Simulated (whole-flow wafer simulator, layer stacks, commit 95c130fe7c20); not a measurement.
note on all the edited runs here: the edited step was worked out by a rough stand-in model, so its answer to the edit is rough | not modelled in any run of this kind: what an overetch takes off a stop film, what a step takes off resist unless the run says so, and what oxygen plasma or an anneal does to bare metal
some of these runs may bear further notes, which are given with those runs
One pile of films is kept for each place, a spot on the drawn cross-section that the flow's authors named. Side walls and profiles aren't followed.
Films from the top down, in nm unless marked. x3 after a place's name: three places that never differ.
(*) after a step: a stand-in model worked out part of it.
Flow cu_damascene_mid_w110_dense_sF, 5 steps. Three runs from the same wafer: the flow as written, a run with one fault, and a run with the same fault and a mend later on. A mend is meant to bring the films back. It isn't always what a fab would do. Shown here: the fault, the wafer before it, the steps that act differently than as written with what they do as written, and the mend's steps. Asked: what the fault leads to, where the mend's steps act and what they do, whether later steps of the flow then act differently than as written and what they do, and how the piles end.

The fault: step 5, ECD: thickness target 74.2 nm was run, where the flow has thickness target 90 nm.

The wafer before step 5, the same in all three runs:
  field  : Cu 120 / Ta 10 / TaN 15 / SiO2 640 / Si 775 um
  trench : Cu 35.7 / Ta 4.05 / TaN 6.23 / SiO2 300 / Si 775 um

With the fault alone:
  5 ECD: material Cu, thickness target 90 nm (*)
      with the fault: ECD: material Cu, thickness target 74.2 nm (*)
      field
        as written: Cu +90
        with the fault: Cu +74.2
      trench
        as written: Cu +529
        with the fault: Cu +513.2
  No later step of the flow acts differently than as written at any place that is followed.
  At the end the piles differ from the flow's by more than 2% or 0.5 nm, whichever is larger, at field, trench.
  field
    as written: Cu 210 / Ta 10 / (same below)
    with the fault: Cu 194.2 / Ta 10 / (same below)
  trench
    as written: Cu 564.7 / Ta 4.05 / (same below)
    with the fault: Cu 548.9 / Ta 4.05 / (same below)

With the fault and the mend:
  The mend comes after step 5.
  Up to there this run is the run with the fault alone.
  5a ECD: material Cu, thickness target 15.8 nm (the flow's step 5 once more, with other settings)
      field, trench
        Cu +15.8
  No later step of the flow acts differently than as written at any place that is followed.
  At the end the piles are the same as the flow's at every place that both follow.
